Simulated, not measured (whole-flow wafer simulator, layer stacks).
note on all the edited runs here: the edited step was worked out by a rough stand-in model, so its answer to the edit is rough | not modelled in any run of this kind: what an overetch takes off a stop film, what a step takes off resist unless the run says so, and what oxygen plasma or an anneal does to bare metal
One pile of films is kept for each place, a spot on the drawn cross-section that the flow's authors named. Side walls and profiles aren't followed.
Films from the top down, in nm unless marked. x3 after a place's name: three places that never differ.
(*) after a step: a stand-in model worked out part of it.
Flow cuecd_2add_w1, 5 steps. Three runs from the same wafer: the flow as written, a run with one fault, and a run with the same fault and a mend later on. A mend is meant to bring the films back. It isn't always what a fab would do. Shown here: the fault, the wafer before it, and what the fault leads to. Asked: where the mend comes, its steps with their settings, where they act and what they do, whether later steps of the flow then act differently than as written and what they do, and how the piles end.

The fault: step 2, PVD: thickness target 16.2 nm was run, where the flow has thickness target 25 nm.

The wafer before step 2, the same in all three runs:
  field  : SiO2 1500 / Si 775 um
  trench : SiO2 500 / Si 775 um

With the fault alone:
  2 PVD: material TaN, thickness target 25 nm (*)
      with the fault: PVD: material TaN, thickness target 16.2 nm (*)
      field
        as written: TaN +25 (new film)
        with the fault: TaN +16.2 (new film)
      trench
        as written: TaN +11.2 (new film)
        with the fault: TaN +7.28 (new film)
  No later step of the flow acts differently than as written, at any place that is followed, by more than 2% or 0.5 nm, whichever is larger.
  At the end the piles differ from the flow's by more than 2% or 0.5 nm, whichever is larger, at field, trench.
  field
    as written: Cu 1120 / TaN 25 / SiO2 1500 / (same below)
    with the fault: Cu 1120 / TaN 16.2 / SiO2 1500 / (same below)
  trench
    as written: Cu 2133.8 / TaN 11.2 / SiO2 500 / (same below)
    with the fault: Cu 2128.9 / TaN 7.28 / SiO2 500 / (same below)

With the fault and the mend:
  The mend comes after step 2.
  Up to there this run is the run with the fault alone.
  2a PVD: material TaN, thickness target 8.8 nm (*) (the flow's step 2 once more, with other settings)
      field
        TaN +8.8
      trench
        TaN +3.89
  No later step of the flow acts differently than as written at any place that is followed.
  At the end the piles are the same as the flow's at every place that both follow.
